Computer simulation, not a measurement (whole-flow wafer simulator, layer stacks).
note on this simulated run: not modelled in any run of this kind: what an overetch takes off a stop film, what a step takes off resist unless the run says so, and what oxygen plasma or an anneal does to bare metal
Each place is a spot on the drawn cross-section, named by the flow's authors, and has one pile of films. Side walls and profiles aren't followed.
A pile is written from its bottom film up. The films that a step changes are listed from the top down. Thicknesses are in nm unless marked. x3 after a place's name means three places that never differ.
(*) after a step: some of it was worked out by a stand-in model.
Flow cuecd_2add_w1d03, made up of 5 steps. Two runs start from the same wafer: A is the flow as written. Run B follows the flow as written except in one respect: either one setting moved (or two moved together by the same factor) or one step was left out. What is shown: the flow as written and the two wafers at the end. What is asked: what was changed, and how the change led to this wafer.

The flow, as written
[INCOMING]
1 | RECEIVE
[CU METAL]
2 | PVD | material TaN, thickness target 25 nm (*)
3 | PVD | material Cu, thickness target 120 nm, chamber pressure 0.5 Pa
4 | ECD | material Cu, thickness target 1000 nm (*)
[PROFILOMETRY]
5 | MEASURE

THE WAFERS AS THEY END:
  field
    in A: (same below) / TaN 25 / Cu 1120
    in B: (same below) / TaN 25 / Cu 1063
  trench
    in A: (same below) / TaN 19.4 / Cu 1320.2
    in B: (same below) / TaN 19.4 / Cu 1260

The reason: step 3, PVD: thickness target 63 nm was run, while the flow as written has thickness target 120 nm.

The path from the change to this, step by step:
  3 | PVD | material Cu, thickness target 120 nm, chamber pressure 0.5 Pa
      field: A Cu gains 120 (new film) | B Cu gains 63 (new film)
      trench: A Cu gains 93.4 (new film) | B Cu gains 49.1 (new film)
